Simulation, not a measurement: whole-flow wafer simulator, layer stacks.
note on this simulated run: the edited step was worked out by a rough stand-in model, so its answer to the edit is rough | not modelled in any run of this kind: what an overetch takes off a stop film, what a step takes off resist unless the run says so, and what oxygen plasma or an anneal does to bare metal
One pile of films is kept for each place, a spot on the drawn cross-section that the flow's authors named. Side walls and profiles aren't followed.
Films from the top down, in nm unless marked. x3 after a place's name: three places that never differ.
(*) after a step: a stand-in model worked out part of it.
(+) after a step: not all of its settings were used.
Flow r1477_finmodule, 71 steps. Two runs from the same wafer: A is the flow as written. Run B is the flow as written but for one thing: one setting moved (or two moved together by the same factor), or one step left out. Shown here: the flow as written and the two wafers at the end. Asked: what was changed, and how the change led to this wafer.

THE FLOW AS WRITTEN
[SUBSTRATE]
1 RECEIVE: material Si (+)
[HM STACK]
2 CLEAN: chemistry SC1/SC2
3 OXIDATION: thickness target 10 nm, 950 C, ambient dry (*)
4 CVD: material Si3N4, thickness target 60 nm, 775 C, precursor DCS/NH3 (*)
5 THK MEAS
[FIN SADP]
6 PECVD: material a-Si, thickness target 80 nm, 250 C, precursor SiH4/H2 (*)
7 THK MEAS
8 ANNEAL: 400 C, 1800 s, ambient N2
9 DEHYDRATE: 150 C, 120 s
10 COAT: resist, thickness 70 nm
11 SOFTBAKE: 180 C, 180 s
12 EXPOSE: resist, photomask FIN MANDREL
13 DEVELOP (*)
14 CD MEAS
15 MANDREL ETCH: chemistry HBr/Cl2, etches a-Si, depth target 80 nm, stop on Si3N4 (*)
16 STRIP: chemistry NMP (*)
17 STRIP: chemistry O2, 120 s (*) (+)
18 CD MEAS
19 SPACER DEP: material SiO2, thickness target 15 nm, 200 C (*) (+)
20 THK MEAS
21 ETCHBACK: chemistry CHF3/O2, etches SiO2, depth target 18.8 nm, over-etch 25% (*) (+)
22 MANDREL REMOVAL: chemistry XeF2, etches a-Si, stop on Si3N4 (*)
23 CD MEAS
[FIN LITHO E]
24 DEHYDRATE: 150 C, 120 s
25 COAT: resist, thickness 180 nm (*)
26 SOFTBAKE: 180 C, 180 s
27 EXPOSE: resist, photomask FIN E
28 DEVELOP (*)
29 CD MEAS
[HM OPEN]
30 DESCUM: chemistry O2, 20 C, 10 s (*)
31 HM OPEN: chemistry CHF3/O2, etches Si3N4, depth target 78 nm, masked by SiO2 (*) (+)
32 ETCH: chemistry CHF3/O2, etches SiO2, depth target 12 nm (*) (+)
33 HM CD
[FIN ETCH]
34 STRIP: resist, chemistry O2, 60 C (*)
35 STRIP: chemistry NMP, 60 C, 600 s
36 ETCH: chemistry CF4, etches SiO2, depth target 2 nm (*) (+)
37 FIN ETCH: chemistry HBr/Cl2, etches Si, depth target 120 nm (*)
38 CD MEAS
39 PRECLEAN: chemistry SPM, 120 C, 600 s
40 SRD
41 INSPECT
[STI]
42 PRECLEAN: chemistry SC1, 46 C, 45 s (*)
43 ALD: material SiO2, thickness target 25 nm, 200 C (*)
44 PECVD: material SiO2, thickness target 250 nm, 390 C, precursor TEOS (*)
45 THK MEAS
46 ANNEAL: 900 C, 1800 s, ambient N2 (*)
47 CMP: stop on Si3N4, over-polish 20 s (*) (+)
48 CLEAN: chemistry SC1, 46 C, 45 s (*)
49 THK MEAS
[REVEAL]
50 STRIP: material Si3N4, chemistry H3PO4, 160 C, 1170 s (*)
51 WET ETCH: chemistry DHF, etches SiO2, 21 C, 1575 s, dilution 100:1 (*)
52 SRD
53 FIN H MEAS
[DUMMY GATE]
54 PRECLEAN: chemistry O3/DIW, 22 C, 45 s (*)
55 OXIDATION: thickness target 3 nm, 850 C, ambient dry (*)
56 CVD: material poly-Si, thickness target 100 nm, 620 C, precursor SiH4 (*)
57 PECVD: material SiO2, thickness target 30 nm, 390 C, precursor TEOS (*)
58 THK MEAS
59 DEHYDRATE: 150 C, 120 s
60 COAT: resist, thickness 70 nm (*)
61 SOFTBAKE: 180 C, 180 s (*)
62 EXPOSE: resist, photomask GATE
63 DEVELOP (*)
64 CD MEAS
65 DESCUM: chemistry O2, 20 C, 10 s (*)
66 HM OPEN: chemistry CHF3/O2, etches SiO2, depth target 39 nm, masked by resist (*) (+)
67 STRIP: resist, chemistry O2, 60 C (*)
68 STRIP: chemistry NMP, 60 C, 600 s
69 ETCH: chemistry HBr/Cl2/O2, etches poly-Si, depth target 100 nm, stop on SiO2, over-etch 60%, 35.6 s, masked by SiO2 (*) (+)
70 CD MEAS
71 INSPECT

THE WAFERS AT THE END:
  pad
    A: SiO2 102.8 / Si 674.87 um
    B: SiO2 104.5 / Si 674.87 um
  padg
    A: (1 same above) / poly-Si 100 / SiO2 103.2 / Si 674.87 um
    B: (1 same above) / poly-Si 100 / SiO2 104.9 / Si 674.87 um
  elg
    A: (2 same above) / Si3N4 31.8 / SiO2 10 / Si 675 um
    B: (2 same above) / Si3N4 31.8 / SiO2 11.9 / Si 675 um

The cause: step 3, OXIDATION: thickness target 11.9 nm was run, where the flow has thickness target 10 nm.
It can be read off the wafer: elg has SiO2 11.9, and step 3 as written asks for 10 nm.

How the change led to this, step by step:
  3 OXIDATION: thickness target 10 nm, 950 C, ambient dry (*)
      pad, padg, elg and 33 more: A SiO2 +10 (new film), chemical SiO2 -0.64 (all of it), Si -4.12 | B SiO2 +11.9 (new film), chemical SiO2 -0.64 (all of it), Si -4.95
  31 HM OPEN: chemistry CHF3/O2, etches Si3N4, depth target 78 nm, masked by SiO2 (*) (+)
      pad, padg, esg and 13 more: A Si3N4 -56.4 (all of it), SiO2 -10 (all of it) | B Si3N4 -56.4 (all of it), SiO2 -10.8
  32 ETCH: chemistry CHF3/O2, etches SiO2, depth target 12 nm (*) (+)
      pad, padg, e40sg and 11 more: A Si -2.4 | B SiO2 -1.09 (all of it), Si -2.18
      esg, eso: A Si -1.77 | B SiO2 -1.09 (all of it), Si -2.18
      (and at 6 more places)
  47 CMP: stop on Si3N4, over-polish 20 s (*) (+)
      pad, padg, e40sg and 11 more: A SiO2 -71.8 | B SiO2 -70.1
      eso: A SiO2 -72.4 | B SiO2 -70.1
  51 WET ETCH: chemistry DHF, etches SiO2, 21 C, 1575 s, dilution 100:1 (*)
      s40sg_line, s45sg_line, s50sg_line, s40so_line, s45so_line, s50so_line: A SiO2 -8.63 (all of it) | B SiO2 -10.5 (all of it)
  60 COAT: resist, thickness 70 nm (*)
      s45sg, s45so: A resist +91 (new film) | B resist +89.1 (new film)
      s50sg, s50so: A resist +90.9 (new film) | B resist +89 (new film)
  63 DEVELOP (*)
      s45so: A resist -91 (all of it) | B resist -89.1 (all of it)
      s50so: A resist -90.9 (all of it) | B resist -89 (all of it)
  67 STRIP: resist, chemistry O2, 60 C (*)
      s40sg: A resist -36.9 (all of it) | B resist -35.1 (all of it)
      s45sg: A resist -36.9 (all of it) | B resist -35 (all of it)
      (and at 1 more place)
